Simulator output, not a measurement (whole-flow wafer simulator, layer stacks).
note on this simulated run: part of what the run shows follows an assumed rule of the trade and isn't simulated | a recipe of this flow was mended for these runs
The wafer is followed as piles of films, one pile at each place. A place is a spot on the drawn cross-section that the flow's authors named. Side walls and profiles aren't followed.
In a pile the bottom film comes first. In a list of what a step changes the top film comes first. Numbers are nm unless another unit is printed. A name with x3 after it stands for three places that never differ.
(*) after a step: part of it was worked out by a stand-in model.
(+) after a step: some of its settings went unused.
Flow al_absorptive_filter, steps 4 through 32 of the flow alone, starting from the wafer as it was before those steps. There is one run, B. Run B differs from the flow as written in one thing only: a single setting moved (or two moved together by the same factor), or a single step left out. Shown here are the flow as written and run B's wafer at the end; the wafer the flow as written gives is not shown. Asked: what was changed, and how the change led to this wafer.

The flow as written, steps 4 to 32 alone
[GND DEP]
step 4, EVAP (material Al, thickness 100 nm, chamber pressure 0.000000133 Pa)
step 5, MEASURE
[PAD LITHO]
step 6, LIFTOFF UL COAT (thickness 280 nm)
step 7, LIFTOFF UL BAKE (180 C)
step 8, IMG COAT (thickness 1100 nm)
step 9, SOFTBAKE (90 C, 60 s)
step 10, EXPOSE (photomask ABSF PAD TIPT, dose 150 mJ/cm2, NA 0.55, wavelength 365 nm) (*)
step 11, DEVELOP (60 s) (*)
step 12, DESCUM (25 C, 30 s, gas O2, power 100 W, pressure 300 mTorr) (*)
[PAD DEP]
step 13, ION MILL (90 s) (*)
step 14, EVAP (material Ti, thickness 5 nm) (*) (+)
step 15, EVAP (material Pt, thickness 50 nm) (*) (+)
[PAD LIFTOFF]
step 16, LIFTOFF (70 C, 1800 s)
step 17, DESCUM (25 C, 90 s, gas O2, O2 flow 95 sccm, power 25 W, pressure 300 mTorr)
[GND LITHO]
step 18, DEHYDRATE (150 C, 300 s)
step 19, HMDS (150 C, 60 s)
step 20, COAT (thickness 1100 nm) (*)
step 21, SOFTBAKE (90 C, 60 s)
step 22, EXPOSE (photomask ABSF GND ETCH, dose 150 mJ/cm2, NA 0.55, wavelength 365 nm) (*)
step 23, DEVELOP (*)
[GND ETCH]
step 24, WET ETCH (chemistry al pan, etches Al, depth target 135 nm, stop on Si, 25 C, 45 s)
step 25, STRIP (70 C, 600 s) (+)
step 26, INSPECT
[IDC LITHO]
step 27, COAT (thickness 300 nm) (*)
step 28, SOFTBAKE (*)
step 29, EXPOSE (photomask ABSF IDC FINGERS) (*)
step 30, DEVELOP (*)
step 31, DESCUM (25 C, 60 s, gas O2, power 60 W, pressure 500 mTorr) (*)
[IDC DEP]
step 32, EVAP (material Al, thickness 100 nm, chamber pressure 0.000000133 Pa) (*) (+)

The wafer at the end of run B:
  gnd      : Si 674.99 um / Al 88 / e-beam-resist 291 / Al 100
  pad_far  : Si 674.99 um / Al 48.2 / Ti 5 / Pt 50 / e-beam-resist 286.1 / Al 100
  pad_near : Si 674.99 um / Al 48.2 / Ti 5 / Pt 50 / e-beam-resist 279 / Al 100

The reason: step 4, EVAP: thickness 88 nm was run, though the flow has thickness 100 nm; step 13, ION MILL: 79 s was run, where the flow has 90 s.
One can read it off the wafer: gnd has Al 88, and step 4 as written asks for 100 nm.

Step by step, how the change led to this:
  step 4, EVAP (material Al, thickness 100 nm, chamber pressure 0.000000133 Pa)
      gnd, pad_far, pad_near and 11 more: Al gains 88 (new film) (as written it would have been: Al gains 100 (new film))
  step 13, ION MILL (90 s) (*)
      gnd, ledge, res, xa_field x4, xl_gap, xl_turn, idc_field x2, idc_line: i-line-resist loses 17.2 (as written it would have been: i-line-resist loses 19.6)
      pad_far, pad_near: Al loses 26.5 (as written it would have been: Al loses 30.2)
  step 24, WET ETCH (chemistry al pan, etches Al, depth target 135 nm, stop on Si, 25 C, 45 s)
      res, xl_gap, idc_field x2, idc_line: Al loses 74.7 (all of it) (as written it would have been: Al loses 86.7 (all of it))
  step 27, COAT (thickness 300 nm) (*)
      xl_gap: e-beam-resist gains 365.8 (new film) (as written it would have been: e-beam-resist gains 374.7 (new film))
